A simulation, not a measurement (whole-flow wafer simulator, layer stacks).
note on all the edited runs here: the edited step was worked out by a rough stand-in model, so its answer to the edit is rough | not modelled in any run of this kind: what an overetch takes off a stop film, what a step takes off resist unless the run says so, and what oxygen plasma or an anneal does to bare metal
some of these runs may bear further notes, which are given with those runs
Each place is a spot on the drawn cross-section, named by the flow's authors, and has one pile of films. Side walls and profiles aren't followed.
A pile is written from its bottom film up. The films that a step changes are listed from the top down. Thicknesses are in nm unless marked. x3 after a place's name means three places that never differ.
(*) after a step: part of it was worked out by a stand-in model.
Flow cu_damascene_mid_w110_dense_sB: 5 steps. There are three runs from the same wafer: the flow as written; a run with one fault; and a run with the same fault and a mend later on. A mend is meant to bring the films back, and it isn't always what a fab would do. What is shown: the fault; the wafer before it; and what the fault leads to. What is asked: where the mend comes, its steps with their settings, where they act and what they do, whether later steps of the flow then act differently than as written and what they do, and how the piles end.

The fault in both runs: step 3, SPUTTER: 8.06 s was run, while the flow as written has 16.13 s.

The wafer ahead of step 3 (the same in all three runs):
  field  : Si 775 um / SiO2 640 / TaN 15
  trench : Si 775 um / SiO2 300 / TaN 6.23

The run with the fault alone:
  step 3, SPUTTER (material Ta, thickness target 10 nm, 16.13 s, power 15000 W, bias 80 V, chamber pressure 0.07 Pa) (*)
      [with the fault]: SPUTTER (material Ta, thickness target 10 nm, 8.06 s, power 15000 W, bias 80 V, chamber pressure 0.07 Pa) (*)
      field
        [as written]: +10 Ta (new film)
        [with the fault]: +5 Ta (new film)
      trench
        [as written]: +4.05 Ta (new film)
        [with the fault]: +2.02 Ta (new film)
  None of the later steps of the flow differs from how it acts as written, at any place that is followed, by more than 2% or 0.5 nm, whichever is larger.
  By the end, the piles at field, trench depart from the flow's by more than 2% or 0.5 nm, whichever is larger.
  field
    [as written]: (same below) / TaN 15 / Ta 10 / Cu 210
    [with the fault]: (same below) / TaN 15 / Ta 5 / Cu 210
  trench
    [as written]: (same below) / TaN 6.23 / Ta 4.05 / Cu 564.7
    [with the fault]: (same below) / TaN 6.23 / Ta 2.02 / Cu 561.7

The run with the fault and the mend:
  The mend stands after step 3.
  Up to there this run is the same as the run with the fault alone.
  step 3a, SPUTTER (material Ta, thickness target 10 nm, 8.07 s, power 15000 W, bias 80 V, chamber pressure 0.07 Pa) (*) (the flow's step 3 again, with other settings)
      field
        +5 Ta
      trench
        +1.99 Ta
  None of the later steps of the flow acts differently than as written at any place that is followed.
  At the end the piles are close to the flow's at the places that both follow, differing by at most 2% or 0.5 nm, whichever is larger.
